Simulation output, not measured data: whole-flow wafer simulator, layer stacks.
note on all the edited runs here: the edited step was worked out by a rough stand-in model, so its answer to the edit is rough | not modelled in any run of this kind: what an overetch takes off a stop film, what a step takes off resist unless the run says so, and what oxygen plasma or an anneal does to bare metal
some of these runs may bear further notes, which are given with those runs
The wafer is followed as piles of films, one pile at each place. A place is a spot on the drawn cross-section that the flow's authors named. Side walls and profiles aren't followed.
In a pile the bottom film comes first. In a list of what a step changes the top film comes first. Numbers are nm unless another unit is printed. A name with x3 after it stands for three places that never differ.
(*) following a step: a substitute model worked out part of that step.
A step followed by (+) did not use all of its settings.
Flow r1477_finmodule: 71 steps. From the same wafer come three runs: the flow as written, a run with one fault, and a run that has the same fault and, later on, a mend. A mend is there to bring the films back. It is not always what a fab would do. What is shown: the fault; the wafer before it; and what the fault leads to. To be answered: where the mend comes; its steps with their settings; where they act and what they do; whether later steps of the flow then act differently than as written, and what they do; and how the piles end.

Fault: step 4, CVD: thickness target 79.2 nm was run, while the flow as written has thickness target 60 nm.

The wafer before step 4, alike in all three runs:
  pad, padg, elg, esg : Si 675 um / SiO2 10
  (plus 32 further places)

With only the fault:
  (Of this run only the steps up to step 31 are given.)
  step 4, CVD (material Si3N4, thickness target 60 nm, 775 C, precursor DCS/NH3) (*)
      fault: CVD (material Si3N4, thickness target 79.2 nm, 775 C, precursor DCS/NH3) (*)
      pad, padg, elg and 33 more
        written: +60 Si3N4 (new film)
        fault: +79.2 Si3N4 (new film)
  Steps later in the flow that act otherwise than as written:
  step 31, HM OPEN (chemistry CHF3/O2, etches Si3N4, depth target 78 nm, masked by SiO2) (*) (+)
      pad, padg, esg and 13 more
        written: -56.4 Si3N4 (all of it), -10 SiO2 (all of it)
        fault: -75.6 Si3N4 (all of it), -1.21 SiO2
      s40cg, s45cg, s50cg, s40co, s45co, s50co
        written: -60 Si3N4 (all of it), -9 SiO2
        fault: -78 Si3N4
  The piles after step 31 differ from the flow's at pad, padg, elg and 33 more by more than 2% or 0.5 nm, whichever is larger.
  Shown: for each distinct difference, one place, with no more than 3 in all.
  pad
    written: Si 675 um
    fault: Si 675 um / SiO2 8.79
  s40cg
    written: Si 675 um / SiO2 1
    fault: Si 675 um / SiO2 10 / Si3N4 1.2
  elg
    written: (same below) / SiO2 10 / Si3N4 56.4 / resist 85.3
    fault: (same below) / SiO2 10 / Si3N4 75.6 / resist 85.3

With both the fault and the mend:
  The mend stands after step 5.
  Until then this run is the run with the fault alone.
  step 5a, ETCH (chemistry h3po4, depth target 91.08 nm)
      pad, padg, elg and 33 more
        -79.2 Si3N4 (all of it)
  step 5b, CLEAN (chemistry SC1/SC2) (the flow's step 2 again)
      leaves every film unchanged at each place that is followed
  step 5c, CVD (material Si3N4, thickness target 60 nm, 775 C, precursor DCS/NH3) (*) (the flow's step 4 again)
      pad, padg, elg and 33 more
        +60 Si3N4 (new film)
  None of the later steps of the flow acts differently than as written at any place that is followed.
  The piles end the same as the flow's at every place that both follow.
